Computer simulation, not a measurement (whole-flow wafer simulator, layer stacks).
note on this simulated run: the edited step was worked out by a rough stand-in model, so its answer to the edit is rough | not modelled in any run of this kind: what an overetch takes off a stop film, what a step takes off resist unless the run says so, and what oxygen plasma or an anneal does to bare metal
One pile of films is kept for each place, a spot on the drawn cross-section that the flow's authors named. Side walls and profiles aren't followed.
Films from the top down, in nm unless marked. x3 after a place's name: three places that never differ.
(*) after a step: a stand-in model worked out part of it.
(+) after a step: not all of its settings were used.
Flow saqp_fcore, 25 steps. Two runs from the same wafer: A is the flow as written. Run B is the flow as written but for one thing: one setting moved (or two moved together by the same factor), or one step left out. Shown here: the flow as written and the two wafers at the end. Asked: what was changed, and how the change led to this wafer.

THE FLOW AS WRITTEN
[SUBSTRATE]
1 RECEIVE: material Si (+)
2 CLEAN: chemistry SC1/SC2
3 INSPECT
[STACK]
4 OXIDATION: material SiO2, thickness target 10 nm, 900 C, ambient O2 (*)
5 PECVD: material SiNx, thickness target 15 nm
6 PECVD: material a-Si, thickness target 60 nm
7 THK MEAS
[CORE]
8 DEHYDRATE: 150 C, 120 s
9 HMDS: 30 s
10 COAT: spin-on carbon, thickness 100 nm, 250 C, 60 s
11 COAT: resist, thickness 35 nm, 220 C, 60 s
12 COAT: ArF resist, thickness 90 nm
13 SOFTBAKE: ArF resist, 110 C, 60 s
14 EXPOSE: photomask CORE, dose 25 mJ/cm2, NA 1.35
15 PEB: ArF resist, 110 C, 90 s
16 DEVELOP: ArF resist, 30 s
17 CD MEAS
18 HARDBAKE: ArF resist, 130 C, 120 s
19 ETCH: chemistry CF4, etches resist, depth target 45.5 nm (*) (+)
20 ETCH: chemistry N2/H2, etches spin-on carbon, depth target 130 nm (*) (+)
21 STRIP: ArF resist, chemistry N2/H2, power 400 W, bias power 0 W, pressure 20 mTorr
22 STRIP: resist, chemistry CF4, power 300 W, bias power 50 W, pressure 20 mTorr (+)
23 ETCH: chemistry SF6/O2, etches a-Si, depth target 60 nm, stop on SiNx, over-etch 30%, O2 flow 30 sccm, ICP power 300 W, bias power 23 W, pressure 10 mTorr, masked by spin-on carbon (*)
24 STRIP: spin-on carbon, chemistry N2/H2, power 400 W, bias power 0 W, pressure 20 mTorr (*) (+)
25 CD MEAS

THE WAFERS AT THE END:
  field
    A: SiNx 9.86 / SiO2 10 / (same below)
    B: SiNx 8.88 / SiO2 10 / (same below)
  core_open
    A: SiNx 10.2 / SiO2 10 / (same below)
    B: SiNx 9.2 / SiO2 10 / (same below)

The cause: step 23, ETCH: depth target 66 nm was run, where the flow has depth target 60 nm.

How the change led to this, step by step:
  23 ETCH: chemistry SF6/O2, etches a-Si, depth target 60 nm, stop on SiNx, over-etch 30%, O2 flow 30 sccm, ICP power 300 W, bias power 23 W, pressure 10 mTorr, masked by spin-on carbon (*)
      field: A a-Si -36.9 (all of it), SiNx -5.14 | B a-Si -36.9 (all of it), SiNx -6.12
      core_open: A a-Si -39.4 (all of it), SiNx -4.82 | B a-Si -39.4 (all of it), SiNx -5.8
